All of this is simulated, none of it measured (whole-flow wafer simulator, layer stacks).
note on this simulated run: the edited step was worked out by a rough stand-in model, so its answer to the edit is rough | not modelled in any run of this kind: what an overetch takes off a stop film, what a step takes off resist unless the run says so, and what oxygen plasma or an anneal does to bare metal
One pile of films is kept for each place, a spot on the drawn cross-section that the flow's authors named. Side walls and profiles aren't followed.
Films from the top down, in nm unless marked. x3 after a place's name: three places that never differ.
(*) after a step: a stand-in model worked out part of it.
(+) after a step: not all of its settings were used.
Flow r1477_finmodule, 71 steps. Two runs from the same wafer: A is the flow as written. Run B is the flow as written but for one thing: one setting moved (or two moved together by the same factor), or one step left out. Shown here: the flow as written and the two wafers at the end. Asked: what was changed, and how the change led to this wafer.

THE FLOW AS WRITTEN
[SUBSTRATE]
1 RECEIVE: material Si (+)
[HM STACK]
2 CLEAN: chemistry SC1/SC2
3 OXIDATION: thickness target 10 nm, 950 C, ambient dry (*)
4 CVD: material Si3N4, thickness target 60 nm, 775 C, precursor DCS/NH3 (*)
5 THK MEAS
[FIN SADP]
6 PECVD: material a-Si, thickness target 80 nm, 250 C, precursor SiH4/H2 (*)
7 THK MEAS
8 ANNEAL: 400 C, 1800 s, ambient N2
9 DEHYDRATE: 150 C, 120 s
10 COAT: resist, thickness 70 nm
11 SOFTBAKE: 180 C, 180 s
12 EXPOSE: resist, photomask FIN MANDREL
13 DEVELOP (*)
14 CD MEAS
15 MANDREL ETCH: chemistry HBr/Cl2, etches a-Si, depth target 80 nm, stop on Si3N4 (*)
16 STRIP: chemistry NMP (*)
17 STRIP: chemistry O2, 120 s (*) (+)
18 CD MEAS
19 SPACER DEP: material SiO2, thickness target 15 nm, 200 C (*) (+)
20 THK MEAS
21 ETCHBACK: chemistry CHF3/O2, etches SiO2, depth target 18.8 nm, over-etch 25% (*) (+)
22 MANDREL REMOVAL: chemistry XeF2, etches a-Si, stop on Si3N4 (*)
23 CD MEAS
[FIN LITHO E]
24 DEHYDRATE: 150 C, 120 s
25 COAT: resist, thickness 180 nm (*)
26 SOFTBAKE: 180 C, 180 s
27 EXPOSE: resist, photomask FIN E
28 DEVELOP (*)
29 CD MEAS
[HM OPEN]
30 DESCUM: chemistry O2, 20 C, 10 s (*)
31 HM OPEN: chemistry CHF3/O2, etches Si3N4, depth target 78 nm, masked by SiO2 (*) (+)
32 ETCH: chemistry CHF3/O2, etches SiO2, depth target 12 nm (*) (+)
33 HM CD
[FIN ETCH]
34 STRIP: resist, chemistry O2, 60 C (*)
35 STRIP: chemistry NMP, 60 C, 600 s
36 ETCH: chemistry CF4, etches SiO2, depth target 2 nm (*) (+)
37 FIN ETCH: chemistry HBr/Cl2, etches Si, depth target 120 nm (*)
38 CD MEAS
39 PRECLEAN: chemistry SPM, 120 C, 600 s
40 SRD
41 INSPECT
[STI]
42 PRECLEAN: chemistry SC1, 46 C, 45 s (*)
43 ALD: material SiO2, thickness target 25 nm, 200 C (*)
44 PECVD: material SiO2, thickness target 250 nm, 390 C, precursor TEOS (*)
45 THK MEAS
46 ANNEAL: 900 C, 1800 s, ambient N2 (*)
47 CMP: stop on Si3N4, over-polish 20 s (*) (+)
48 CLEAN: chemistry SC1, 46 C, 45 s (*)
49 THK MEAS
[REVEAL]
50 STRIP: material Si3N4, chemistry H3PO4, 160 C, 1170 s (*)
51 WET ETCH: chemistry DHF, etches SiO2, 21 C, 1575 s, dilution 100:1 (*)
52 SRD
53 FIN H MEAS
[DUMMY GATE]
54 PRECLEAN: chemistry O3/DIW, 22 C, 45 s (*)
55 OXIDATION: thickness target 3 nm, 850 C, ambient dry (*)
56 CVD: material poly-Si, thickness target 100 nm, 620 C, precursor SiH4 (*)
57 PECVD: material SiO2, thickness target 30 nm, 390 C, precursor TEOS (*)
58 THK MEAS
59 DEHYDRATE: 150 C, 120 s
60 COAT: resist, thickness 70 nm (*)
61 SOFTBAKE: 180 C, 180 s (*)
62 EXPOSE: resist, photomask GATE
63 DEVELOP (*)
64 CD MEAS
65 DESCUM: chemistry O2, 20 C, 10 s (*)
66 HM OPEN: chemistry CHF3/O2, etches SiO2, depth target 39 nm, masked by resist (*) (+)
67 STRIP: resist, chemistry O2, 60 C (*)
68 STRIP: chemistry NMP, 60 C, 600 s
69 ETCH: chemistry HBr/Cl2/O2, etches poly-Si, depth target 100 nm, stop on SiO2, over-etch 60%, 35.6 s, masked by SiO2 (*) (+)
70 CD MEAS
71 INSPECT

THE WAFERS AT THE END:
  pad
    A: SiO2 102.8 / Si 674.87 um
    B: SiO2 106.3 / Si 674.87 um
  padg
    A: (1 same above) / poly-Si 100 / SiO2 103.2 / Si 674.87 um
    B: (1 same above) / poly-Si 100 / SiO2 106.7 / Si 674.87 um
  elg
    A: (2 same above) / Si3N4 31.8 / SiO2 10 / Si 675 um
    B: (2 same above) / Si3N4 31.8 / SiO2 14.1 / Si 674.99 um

The cause: step 3, OXIDATION: thickness target 14.1 nm was run, where the flow has thickness target 10 nm.
It can be read off the wafer: elg has SiO2 14.1, and step 3 as written asks for 10 nm.

How the change led to this, step by step:
  3 OXIDATION: thickness target 10 nm, 950 C, ambient dry (*)
      pad, padg, elg and 33 more: A SiO2 +10 (new film), chemical SiO2 -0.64 (all of it), Si -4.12 | B SiO2 +14.1 (new film), chemical SiO2 -0.64 (all of it), Si -5.92
  31 HM OPEN: chemistry CHF3/O2, etches Si3N4, depth target 78 nm, masked by SiO2 (*) (+)
      pad, padg, esg and 13 more: A Si3N4 -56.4 (all of it), SiO2 -10 (all of it) | B Si3N4 -56.4 (all of it), SiO2 -10.8
  32 ETCH: chemistry CHF3/O2, etches SiO2, depth target 12 nm (*) (+)
      pad, padg, e40sg and 11 more: A Si -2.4 | B SiO2 -3.29 (all of it), Si -1.74
      esg, eso: A Si -1.77 | B SiO2 -3.29 (all of it), Si -1.74
      (and at 6 more places)
  43 ALD: material SiO2, thickness target 25 nm, 200 C (*)
      esg: A SiO2 +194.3 (new film) | B SiO2 +198.3 (new film)
  47 CMP: stop on Si3N4, over-polish 20 s (*) (+)
      pad, padg, e40sg and 11 more: A SiO2 -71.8 | B SiO2 -68.3
      eso: A SiO2 -72.4 | B SiO2 -68.3
  51 WET ETCH: chemistry DHF, etches SiO2, 21 C, 1575 s, dilution 100:1 (*)
      s40sg_line, s45sg_line, s50sg_line, s40so_line, s45so_line, s50so_line: A SiO2 -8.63 (all of it) | B SiO2 -12.7 (all of it)
  56 CVD: material poly-Si, thickness target 100 nm, 620 C, precursor SiH4 (*)
      s40cg, s40co: A poly-Si +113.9 (new film) | B poly-Si +109.8 (new film)
      s45cg, s45co: A poly-Si +113.4 (new film) | B poly-Si +109.3 (new film)
      (and at 2 more places)
  60 COAT: resist, thickness 70 nm (*)
      s40sg, s40so: A resist +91 (new film) | B resist +87.1 (new film)
      s45sg, s45so: A resist +91 (new film) | B resist +87 (new film)
      (and at 2 more places)
  63 DEVELOP (*)
      s40so: A resist -91 (all of it) | B resist -87.1 (all of it)
      s45so: A resist -91 (all of it) | B resist -87 (all of it)
      (and at 1 more place)
  67 STRIP: resist, chemistry O2, 60 C (*)
      s40sg: A resist -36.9 (all of it) | B resist -33 (all of it)
      s45sg: A resist -36.9 (all of it) | B resist -32.9 (all of it)
      (and at 1 more place)
  69 ETCH: chemistry HBr/Cl2/O2, etches poly-Si, depth target 100 nm, stop on SiO2, over-etch 60%, 35.6 s, masked by SiO2 (*) (+)
      s40co: A chemical SiO2 -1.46 (all of it), poly-Si -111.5 (all of it), SiO2 -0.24 | B chemical SiO2 -1.46 (all of it), poly-Si -107.4 (all of it), SiO2 -0.26
      s45co: A chemical SiO2 -1.46 (all of it), poly-Si -110.9 (all of it), SiO2 -0.25 | B chemical SiO2 -1.46 (all of it), poly-Si -106.8 (all of it), SiO2 -0.27
      (and at 1 more place)
